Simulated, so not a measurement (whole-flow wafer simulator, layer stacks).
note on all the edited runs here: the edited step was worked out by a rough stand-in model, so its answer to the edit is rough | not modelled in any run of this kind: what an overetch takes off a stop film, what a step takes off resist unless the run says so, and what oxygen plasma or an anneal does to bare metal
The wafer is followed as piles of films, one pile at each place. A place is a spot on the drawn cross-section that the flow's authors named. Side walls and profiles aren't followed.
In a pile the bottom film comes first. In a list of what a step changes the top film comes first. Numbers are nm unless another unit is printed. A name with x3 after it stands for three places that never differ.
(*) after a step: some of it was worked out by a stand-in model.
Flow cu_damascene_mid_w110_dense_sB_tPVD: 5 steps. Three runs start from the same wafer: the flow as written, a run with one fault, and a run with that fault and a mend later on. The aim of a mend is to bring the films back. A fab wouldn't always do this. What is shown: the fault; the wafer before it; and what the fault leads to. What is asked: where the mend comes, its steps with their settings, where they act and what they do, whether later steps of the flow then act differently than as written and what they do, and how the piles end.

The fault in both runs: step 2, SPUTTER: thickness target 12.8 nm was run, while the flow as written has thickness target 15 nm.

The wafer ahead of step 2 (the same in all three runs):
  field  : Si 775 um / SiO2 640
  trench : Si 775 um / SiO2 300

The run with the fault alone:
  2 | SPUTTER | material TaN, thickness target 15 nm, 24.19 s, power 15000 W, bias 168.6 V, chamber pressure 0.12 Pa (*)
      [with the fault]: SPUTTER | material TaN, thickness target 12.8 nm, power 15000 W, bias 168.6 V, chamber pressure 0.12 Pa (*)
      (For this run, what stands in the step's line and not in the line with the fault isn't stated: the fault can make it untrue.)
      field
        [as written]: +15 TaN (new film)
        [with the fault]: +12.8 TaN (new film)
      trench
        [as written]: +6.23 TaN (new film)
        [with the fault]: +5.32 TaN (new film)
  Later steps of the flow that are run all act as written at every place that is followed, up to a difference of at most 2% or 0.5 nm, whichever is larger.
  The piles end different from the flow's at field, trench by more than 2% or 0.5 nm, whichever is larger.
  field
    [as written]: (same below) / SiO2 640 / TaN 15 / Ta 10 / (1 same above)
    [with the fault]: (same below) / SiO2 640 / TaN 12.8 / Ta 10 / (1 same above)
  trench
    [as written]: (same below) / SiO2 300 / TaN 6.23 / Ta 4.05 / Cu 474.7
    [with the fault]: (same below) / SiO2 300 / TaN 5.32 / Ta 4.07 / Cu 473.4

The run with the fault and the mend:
  The mend follows step 2.
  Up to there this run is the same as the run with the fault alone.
  2a | SPUTTER | material TaN, thickness target 2.2 nm, power 15000 W, bias 168.6 V, chamber pressure 0.12 Pa (*) (a further turn of the flow's step 2, with different settings)
      field
        +2.2 TaN
      trench
        +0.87 TaN
  Later steps of the flow that are run all act as written at every place that is followed, up to a difference of at most 2% or 0.5 nm, whichever is larger.
  When the end is reached, the piles differ only a little from the flow's at the places that both follow, at most by 2% or 0.5 nm, whichever is larger.
